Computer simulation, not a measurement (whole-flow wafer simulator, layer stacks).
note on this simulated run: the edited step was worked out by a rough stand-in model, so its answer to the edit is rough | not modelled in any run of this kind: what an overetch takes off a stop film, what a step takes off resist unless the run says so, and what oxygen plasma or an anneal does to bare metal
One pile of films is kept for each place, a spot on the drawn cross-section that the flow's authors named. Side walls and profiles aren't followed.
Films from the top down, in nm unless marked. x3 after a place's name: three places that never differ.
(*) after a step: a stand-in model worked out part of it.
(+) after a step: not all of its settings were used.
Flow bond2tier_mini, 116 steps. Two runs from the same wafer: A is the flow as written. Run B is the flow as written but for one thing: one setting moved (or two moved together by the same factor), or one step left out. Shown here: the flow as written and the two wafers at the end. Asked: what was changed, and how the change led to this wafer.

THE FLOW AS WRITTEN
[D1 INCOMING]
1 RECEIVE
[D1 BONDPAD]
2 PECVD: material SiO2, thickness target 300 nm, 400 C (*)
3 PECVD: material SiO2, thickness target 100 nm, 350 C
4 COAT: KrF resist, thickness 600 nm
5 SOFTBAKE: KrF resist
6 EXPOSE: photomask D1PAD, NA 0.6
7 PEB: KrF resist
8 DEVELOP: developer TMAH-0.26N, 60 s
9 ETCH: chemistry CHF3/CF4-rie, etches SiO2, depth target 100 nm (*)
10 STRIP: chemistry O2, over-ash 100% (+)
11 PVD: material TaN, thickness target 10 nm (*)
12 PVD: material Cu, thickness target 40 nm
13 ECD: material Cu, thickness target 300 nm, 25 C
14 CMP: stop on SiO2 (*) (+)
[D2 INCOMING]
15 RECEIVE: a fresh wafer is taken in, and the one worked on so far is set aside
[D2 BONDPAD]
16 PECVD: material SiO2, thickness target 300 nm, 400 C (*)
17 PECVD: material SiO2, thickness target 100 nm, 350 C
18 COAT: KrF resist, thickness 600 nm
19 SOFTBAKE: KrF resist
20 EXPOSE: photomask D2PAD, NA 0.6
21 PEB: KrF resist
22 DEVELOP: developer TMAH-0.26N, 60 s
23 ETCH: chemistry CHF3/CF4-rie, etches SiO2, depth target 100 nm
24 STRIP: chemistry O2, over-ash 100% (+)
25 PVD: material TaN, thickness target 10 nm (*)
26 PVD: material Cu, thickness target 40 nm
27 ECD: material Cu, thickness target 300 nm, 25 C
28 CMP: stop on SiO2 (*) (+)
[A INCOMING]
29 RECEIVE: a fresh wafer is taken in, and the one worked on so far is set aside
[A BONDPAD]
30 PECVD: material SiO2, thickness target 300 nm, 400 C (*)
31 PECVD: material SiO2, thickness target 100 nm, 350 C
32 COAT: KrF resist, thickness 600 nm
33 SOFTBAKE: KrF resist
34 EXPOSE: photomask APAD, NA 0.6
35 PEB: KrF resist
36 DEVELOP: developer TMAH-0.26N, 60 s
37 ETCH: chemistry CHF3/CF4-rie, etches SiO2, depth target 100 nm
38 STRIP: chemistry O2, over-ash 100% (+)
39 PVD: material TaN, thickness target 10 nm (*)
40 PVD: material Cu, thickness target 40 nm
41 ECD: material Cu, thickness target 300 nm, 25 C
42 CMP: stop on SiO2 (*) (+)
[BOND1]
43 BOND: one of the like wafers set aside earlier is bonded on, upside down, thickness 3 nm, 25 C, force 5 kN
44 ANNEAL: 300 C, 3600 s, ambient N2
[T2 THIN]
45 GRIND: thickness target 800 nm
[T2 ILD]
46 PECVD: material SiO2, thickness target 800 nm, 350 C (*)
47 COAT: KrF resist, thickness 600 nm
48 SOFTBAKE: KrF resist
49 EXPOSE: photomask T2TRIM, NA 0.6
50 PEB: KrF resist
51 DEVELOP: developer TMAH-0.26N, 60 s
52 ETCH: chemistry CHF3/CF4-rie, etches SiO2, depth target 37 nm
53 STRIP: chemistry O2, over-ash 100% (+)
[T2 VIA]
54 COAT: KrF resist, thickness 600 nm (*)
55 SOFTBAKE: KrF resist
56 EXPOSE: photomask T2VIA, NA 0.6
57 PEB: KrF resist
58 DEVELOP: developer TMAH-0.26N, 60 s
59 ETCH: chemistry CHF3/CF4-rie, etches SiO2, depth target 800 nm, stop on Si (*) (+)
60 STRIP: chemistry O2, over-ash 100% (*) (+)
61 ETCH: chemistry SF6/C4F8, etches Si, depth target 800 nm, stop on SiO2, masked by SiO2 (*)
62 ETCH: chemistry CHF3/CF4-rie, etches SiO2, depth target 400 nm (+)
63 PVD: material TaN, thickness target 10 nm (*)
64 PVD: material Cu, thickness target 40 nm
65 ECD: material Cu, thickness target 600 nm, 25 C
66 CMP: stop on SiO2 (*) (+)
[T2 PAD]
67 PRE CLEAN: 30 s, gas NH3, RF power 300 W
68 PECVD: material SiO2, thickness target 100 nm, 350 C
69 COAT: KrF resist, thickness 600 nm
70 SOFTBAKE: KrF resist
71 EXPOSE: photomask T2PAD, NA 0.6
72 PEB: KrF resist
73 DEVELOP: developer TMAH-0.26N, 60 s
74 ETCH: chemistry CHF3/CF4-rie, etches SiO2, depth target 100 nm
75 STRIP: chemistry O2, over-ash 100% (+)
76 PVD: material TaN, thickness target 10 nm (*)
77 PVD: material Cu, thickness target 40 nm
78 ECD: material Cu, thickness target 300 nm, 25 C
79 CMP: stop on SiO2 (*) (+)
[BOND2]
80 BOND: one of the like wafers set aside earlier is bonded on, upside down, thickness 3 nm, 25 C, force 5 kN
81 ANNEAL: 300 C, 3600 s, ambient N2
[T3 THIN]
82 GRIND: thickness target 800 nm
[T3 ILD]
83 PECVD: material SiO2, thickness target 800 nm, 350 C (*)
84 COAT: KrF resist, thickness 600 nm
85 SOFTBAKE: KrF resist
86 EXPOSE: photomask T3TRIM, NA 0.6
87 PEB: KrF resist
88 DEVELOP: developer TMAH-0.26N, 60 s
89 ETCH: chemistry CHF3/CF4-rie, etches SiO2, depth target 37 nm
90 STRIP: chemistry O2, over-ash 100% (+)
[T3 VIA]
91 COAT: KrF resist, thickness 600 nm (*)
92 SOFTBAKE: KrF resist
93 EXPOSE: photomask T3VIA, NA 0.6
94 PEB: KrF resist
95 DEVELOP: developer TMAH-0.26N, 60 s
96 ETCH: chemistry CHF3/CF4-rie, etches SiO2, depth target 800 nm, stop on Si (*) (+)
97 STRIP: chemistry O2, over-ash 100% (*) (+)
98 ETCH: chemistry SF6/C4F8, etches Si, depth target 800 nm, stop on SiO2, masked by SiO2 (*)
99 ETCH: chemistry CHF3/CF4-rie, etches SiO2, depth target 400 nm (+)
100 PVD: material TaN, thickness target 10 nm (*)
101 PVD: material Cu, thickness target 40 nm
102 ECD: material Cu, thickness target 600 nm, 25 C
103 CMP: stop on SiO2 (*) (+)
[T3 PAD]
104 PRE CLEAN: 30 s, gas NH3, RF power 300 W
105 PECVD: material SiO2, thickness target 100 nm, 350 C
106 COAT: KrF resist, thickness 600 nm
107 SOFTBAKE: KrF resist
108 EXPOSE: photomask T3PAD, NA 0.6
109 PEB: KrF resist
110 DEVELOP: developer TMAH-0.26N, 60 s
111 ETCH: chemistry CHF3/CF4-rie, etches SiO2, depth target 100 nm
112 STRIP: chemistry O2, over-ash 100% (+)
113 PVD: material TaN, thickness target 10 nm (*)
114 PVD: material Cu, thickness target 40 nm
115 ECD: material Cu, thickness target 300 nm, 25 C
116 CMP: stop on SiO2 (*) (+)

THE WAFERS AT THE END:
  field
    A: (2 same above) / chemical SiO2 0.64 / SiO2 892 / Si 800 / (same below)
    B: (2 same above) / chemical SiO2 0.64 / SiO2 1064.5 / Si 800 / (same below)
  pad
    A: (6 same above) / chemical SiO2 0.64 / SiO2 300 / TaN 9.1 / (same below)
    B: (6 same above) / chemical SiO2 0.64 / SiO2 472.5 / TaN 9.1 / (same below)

The cause: step 16, PECVD: thickness target 472.5 nm was run, where the flow has thickness target 300 nm.
It can be read off the wafer: pad has SiO2 472.5, and step 16 as written asks for 300 nm.

How the change led to this, step by step:
  16 PECVD: material SiO2, thickness target 300 nm, 400 C (*)
      field, pad, via: A SiO2 +300 (new film) | B SiO2 +472.5 (new film)
  80 BOND: one of the like wafers set aside earlier is bonded on, upside down, thickness 3 nm, 25 C, force 5 kN
      field: A Si +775 um (new film), chemical SiO2 +0.64 (new film), SiO2 +400 | B Si +775 um (new film), chemical SiO2 +0.64 (new film), SiO2 +572.5
      pad: A Si +775 um (new film), chemical SiO2 +0.64 (new film), SiO2 +300 (new film), TaN +9.1 (new film), Cu +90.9 | B Si +775 um (new film), chemical SiO2 +0.64 (new film), SiO2 +472.5 (new film), TaN +9.1 (new film), Cu +90.9
